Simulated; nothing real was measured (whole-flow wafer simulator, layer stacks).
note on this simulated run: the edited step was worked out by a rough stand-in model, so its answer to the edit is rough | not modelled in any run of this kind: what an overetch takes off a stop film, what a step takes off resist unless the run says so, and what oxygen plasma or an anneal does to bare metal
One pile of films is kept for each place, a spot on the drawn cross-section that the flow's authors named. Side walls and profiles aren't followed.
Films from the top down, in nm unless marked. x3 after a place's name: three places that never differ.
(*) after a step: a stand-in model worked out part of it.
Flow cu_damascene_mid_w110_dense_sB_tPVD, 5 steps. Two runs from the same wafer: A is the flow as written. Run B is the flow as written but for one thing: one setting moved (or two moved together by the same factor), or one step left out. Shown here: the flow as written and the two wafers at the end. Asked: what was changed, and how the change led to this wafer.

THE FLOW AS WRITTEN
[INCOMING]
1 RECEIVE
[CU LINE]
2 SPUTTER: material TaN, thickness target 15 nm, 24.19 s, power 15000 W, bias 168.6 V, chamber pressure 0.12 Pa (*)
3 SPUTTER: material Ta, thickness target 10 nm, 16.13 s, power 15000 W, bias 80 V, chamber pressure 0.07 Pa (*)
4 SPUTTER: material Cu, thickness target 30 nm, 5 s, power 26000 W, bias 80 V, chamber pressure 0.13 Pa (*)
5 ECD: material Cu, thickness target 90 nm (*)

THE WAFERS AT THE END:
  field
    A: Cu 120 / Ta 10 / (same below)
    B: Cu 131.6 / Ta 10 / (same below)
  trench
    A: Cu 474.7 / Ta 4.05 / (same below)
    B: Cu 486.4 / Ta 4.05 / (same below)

The cause: step 4, SPUTTER: 6.94 s was run, where the flow has 5 s.

How the change led to this, step by step:
  4 SPUTTER: material Cu, thickness target 30 nm, 5 s, power 26000 W, bias 80 V, chamber pressure 0.13 Pa (*)
      field: A Cu +30 (new film) | B Cu +41.6 (new film)
      trench: A Cu +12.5 (new film) | B Cu +17.3 (new film)
